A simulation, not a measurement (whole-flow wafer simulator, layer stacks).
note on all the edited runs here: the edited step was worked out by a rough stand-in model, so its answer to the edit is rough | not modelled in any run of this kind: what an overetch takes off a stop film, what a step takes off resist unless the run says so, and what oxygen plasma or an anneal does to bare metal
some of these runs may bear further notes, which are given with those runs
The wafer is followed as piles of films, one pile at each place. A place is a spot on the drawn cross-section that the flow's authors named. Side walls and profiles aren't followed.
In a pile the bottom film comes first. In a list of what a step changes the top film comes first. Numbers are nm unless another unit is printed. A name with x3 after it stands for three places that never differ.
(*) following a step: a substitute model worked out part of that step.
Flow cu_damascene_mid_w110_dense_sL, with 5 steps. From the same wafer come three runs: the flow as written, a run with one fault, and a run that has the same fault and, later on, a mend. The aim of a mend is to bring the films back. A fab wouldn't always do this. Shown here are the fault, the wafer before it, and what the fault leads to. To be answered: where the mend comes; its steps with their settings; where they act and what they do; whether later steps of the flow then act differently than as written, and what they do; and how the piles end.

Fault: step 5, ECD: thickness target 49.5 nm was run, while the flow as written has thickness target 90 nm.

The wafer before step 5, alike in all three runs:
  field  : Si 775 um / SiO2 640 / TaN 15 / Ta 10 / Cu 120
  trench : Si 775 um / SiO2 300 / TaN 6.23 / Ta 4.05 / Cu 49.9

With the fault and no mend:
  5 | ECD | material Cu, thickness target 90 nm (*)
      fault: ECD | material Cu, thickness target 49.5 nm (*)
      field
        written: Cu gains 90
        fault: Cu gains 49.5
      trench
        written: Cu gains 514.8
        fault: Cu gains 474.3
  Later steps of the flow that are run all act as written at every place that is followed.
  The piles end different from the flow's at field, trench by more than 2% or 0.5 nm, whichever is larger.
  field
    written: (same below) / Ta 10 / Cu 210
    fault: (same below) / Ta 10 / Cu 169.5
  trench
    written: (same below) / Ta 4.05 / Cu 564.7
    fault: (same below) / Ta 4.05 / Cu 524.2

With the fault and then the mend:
  The mend follows step 5.
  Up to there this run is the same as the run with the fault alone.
  5a | ECD | material Cu, thickness target 40.5 nm (the flow's step 5, run once more with other settings)
      field, trench
        Cu gains 40.5
  Later steps of the flow that are run all act as written at every place that is followed.
  At every place that both follow, the piles at the end match the flow's.
